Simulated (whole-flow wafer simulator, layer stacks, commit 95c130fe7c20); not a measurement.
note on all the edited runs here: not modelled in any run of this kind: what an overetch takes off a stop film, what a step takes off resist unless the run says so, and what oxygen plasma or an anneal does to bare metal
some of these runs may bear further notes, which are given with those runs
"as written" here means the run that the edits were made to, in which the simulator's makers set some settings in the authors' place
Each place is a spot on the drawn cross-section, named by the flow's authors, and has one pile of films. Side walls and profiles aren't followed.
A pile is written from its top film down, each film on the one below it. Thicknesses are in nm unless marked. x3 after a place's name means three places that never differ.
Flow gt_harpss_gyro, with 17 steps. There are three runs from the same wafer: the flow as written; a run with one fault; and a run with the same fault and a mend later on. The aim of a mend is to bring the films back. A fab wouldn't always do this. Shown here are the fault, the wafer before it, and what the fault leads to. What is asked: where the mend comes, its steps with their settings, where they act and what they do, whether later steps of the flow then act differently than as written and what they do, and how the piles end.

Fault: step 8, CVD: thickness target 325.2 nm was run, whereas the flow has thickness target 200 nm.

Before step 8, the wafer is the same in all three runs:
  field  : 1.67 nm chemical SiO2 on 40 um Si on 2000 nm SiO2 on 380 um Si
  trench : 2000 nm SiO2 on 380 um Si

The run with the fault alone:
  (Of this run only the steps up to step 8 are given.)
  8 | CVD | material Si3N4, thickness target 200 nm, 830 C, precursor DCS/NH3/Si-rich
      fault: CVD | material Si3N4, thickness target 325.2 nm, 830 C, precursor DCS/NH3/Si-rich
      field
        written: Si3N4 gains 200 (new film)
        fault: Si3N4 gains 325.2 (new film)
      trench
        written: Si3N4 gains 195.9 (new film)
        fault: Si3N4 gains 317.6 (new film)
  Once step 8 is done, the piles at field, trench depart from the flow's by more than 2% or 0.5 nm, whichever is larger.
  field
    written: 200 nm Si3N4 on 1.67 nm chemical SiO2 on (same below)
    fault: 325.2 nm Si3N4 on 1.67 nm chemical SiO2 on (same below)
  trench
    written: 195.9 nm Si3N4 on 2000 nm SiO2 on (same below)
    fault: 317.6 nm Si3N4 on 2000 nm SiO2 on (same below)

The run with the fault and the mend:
  The mend stands after step 8.
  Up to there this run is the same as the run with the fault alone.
  8a | ETCH | chemistry h3po4, depth target 123.7 nm
      field, trench
        Si3N4 loses 123.7
  Later steps of the flow that are run all act as written at every place that is followed.
  The piles end only slightly different from the flow's at the places that both follow, by no more than 2% or 0.5 nm, whichever is larger.
